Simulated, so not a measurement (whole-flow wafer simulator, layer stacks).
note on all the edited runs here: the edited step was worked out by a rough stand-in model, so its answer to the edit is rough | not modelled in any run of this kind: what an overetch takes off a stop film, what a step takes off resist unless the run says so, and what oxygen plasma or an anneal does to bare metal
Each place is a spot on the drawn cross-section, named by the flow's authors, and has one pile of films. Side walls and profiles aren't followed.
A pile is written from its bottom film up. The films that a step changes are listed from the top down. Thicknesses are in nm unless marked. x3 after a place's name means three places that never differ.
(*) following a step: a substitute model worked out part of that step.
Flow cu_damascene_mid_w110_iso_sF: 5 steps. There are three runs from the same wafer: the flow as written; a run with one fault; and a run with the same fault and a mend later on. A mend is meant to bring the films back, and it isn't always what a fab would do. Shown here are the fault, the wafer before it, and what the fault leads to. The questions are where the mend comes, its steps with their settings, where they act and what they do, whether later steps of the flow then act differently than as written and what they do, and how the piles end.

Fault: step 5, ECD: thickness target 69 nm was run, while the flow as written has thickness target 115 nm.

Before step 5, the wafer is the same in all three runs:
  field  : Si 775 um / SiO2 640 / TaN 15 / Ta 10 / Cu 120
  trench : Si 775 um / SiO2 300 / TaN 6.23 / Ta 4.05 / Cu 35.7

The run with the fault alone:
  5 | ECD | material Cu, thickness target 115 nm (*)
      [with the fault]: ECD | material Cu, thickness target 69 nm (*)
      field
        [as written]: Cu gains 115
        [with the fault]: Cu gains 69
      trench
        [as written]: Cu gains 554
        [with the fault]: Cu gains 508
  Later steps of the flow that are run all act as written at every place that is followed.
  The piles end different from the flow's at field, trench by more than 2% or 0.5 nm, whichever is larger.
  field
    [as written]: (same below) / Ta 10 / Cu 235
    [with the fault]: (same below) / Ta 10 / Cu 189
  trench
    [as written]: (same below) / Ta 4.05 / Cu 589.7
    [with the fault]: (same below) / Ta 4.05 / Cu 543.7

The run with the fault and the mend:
  The mend stands after step 5.
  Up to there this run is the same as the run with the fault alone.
  5a | ECD | material Cu, thickness target 46 nm (a further turn of the flow's step 5, with different settings)
      field, trench
        Cu gains 46
  Later steps of the flow that are run all act as written at every place that is followed.
  At every place that both follow, the piles at the end match the flow's.
